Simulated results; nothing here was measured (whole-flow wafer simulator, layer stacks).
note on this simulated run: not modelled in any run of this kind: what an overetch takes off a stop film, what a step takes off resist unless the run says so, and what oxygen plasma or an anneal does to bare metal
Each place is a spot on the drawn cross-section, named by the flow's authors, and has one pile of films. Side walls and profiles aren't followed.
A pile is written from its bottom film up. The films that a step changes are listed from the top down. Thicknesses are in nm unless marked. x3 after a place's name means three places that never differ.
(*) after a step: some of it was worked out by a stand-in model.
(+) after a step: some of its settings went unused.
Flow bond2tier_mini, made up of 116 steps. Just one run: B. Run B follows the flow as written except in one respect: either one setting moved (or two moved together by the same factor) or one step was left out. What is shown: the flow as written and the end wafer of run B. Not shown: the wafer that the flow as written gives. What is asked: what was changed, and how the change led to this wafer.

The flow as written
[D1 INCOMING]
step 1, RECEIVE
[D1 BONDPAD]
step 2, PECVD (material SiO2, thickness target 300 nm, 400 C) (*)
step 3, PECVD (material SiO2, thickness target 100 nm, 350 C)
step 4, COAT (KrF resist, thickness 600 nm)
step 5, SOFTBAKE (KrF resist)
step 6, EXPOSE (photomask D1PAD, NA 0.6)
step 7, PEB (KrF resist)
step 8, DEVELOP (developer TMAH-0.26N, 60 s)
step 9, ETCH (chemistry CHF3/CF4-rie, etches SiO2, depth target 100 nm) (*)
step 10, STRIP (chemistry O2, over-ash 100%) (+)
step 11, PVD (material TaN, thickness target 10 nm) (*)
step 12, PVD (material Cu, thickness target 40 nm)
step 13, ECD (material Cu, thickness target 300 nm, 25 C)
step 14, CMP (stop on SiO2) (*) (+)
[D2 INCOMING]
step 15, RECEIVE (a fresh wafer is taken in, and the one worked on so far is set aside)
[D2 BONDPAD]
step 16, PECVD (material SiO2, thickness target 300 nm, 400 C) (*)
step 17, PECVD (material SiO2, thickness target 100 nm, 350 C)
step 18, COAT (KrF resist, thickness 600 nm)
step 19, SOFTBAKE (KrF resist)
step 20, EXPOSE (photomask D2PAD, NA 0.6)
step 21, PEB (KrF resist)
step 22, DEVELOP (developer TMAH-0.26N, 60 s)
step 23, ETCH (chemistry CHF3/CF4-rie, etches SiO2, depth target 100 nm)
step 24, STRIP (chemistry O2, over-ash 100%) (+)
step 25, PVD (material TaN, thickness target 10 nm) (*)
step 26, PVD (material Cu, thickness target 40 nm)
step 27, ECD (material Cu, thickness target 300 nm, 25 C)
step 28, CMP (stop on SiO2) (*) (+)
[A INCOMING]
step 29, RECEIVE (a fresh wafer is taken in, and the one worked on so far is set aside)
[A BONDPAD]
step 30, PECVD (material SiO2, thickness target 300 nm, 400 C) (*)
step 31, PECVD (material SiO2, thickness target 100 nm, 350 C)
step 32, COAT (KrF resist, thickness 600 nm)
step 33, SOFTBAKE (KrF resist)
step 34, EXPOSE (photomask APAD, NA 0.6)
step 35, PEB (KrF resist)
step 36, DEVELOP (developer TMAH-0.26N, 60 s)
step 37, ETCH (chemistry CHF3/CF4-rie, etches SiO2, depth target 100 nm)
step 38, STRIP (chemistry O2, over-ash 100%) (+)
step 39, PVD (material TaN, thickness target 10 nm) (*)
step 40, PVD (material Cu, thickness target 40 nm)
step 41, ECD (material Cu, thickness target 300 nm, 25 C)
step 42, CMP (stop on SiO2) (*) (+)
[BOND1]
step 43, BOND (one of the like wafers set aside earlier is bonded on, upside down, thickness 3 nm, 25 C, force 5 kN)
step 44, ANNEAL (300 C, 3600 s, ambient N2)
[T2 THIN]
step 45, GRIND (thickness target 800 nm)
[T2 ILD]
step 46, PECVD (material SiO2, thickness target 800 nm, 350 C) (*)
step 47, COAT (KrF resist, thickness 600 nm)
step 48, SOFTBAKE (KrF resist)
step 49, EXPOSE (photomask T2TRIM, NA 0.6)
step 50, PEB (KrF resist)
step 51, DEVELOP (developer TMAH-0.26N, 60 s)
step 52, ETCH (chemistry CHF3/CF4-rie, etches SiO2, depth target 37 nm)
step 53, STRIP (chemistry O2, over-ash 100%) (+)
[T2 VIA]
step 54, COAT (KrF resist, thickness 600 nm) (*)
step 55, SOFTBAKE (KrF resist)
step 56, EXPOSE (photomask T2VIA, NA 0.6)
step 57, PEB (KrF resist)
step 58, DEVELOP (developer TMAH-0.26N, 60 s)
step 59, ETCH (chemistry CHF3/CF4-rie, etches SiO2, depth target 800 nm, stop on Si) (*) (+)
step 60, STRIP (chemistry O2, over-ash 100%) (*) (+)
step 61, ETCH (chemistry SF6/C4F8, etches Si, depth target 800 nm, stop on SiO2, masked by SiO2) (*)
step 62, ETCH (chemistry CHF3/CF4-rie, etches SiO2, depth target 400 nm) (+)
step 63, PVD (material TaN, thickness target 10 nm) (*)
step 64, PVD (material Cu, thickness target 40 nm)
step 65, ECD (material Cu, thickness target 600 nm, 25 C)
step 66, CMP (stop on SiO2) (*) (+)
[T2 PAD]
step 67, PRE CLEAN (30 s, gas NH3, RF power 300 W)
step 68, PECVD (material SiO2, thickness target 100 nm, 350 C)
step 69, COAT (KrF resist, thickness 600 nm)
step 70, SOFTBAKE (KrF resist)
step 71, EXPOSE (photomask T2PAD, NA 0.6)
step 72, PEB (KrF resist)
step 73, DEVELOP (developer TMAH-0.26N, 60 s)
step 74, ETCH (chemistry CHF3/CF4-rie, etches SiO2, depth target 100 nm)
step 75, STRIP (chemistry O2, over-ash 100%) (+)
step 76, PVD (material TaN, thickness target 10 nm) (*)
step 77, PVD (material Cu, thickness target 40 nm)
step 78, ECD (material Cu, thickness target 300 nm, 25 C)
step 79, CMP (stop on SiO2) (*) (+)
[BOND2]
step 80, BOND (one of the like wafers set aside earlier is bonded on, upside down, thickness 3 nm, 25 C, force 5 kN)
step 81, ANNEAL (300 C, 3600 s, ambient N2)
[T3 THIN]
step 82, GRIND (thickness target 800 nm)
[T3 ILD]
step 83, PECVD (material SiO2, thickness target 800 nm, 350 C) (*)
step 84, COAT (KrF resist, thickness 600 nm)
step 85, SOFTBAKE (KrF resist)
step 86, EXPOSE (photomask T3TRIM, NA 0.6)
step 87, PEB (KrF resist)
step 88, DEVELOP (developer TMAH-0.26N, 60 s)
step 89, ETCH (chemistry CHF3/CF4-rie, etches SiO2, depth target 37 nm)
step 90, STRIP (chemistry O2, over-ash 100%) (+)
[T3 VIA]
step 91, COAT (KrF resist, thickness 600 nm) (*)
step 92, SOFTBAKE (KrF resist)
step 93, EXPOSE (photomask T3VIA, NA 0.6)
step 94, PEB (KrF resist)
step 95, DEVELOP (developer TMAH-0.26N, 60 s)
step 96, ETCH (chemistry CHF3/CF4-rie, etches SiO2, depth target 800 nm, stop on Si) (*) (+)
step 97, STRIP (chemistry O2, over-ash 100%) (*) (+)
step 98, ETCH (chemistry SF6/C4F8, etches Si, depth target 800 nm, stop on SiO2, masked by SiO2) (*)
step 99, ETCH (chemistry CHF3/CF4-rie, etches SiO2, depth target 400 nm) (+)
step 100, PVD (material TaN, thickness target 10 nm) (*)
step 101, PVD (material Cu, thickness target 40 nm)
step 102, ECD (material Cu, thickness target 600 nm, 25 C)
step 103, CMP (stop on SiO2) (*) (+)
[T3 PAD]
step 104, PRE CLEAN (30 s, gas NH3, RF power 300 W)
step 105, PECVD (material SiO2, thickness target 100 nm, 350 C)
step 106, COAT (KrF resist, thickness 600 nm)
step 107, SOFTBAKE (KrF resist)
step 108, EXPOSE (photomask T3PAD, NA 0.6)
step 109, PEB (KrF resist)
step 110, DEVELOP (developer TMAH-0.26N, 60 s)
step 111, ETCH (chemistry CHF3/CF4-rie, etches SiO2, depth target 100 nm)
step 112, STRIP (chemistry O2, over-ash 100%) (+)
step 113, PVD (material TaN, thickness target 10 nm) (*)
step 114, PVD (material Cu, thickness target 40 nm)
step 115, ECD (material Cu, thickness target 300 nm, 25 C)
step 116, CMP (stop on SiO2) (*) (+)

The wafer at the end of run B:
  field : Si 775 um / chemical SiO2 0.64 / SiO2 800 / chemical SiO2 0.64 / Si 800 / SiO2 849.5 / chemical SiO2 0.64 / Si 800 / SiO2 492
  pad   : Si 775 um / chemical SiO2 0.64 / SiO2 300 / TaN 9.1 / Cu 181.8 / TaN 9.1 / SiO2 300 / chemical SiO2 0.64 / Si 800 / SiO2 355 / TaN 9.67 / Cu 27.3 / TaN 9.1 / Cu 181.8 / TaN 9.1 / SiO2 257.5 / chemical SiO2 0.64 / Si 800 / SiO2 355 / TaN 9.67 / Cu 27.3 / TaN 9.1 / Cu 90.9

Cause: step 17, PECVD: thickness target 57.5 nm was run, whereas the flow has thickness target 100 nm.

How this came from the change, step by step:
  step 17, PECVD (material SiO2, thickness target 100 nm, 350 C)
      field, pad, via: +57.5 SiO2 (as written it would have been: +100 SiO2)
  step 80, BOND (one of the like wafers set aside earlier is bonded on, upside down, thickness 3 nm, 25 C, force 5 kN)
      field: +775 um Si (new film), +0.64 chemical SiO2 (new film), +357.5 SiO2 (as written it would have been: +775 um Si (new film), +0.64 chemical SiO2 (new film), +400 SiO2)
      pad: +775 um Si (new film), +0.64 chemical SiO2 (new film), +257.5 SiO2 (new film), +9.1 TaN (new film), +90.9 Cu (as written it would have been: +775 um Si (new film), +0.64 chemical SiO2 (new film), +300 SiO2 (new film), +9.1 TaN (new film), +90.9 Cu)
